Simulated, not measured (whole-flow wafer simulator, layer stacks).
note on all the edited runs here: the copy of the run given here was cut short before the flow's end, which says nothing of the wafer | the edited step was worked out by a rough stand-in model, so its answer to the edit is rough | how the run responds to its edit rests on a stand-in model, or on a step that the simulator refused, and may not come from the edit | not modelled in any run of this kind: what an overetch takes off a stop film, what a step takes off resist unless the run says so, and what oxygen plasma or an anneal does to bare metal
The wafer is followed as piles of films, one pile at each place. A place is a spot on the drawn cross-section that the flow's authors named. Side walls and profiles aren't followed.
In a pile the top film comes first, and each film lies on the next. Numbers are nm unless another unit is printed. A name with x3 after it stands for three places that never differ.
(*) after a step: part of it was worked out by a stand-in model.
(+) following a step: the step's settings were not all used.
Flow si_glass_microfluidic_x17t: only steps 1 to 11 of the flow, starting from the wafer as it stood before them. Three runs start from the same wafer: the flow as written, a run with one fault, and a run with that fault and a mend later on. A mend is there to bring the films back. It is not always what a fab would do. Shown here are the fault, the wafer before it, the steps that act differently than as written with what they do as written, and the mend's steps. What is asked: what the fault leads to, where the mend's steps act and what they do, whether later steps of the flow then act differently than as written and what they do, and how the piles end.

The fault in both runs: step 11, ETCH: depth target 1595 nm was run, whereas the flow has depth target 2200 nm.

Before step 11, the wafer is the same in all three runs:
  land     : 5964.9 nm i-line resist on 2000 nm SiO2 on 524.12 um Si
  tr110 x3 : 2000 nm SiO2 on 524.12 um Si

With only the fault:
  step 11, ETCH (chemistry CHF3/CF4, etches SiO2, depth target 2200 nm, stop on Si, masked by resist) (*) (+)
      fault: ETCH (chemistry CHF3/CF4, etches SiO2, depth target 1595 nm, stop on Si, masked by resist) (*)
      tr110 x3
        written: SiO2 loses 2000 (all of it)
        fault: SiO2 loses 1595
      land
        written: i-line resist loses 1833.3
        fault: i-line resist loses 1329.2
  None of the later steps of the flow acts differently than as written at any place that is followed.
  The piles end different from the flow's at land, tr110 x3 by more than 2% or 0.5 nm, whichever is larger.
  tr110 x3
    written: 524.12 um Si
    fault: 405 nm SiO2 on 524.12 um Si
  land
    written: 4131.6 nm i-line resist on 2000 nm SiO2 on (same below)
    fault: 4635.8 nm i-line resist on 2000 nm SiO2 on (same below)

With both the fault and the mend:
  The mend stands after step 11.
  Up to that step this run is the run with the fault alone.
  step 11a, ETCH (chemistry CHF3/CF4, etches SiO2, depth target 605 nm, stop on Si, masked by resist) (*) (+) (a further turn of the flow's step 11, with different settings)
      tr110 x3
        SiO2 loses 405 (all of it)
      land
        i-line resist loses 504.2
  None of the later steps of the flow acts differently than as written at any place that is followed.
  The piles end the same as the flow's at every place that both follow.
